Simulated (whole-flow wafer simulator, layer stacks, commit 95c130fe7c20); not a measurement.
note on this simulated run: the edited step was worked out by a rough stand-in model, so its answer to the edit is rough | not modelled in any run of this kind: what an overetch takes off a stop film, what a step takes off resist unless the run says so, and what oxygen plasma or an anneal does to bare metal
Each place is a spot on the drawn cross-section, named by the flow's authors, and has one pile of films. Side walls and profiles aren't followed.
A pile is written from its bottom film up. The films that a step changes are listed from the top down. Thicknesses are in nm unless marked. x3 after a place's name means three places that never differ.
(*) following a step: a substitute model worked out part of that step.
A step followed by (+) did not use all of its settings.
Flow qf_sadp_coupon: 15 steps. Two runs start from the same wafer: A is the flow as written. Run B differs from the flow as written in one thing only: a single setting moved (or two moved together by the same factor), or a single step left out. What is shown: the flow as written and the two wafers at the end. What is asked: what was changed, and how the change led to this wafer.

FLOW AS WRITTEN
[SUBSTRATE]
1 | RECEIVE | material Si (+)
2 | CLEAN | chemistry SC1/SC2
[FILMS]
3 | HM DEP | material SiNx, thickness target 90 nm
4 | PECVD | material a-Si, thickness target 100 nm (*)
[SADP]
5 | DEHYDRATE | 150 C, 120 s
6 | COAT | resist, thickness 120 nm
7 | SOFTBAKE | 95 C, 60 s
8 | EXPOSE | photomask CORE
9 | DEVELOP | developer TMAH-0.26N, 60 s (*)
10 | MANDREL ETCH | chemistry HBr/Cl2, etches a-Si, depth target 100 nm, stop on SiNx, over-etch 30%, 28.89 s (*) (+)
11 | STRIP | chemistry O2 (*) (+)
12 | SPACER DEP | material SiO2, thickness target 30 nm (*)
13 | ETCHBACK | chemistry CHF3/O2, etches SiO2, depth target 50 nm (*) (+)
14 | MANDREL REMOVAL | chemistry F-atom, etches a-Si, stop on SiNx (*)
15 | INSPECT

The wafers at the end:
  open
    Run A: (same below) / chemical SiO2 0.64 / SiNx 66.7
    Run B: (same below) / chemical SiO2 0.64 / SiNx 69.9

Cause: step 4, PECVD: thickness target 122.5 nm was run, though the flow has thickness target 100 nm.

How this came from the change, step by step:
  4 | PECVD | material a-Si, thickness target 100 nm (*)
      m, open: A +100 a-Si (new film) | B +122.5 a-Si (new film)
  10 | MANDREL ETCH | chemistry HBr/Cl2, etches a-Si, depth target 100 nm, stop on SiNx, over-etch 30%, 28.89 s (*) (+)
      open: A -100 a-Si (all of it), -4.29 SiNx | B -122.5 a-Si (all of it), -1.07 SiNx
  14 | MANDREL REMOVAL | chemistry F-atom, etches a-Si, stop on SiNx (*)
      m: A -95.8 a-Si (all of it) | B -118.3 a-Si (all of it)
